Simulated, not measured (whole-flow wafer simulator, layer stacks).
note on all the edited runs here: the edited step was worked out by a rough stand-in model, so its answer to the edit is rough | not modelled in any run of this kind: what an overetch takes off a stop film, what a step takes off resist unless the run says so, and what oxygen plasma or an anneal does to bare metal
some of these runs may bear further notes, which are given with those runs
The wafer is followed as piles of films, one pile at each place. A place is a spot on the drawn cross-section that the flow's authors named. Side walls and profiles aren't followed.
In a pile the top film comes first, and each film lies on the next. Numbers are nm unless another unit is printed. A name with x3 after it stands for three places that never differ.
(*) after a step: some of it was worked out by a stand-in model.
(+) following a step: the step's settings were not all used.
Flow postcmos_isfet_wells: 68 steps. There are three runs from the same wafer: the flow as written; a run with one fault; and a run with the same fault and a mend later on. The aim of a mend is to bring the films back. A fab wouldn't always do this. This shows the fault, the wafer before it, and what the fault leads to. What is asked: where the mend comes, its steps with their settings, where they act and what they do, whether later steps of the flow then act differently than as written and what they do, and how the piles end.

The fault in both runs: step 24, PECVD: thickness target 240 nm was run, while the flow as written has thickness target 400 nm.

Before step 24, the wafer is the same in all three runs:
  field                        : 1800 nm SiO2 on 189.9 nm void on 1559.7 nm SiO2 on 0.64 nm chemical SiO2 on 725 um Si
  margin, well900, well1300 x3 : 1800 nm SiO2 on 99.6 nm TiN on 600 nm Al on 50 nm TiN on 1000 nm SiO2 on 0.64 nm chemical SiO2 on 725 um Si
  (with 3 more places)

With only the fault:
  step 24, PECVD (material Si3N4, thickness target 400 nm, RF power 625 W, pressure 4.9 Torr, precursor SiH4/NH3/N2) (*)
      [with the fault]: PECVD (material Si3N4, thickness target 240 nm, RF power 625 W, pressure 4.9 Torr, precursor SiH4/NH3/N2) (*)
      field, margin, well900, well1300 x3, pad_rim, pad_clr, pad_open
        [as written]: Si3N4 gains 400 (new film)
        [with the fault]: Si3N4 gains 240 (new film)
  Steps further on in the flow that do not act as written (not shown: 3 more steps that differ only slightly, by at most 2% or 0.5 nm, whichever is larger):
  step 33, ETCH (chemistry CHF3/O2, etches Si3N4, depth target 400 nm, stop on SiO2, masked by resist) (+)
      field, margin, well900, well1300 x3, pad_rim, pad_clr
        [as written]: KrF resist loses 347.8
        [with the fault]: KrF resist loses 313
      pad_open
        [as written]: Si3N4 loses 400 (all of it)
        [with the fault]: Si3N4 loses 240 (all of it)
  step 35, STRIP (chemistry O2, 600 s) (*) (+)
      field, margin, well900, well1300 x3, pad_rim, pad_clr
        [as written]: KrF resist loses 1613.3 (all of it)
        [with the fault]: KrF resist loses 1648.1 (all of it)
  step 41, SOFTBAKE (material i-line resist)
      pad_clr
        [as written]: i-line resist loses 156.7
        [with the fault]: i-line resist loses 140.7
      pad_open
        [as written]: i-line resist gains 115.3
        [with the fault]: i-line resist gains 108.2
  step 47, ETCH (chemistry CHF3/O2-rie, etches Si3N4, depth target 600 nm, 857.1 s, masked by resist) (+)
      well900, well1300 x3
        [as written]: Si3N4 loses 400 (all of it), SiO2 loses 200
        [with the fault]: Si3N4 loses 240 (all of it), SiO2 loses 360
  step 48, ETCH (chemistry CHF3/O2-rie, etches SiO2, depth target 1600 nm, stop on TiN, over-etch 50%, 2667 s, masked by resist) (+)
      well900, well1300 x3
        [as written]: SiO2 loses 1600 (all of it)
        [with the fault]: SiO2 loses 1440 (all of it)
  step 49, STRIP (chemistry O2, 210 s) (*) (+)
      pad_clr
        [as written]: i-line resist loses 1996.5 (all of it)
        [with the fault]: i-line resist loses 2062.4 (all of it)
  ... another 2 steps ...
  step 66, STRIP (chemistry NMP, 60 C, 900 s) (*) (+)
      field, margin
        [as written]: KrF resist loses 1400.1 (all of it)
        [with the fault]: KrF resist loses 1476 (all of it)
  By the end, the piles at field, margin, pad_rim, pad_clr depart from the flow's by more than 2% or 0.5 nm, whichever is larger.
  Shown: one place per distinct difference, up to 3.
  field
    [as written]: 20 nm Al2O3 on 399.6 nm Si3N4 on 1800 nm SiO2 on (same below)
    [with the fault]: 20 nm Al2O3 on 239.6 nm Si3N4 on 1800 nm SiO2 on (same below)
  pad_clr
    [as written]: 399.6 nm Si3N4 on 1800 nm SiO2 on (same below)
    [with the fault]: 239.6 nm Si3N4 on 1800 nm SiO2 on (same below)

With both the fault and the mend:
  After step 24 comes the mend.
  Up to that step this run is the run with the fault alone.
  step 24a, PECVD (material Si3N4, thickness target 160 nm, RF power 625 W, pressure 4.9 Torr, precursor SiH4/NH3/N2) (*) (the flow's step 24, run once more with other settings)
      field, margin, well900, well1300 x3, pad_rim, pad_clr, pad_open
        Si3N4 gains 160
  Later steps of the flow that are run all act as written at every place that is followed.
  At every place that both follow, the piles at the end match the flow's.
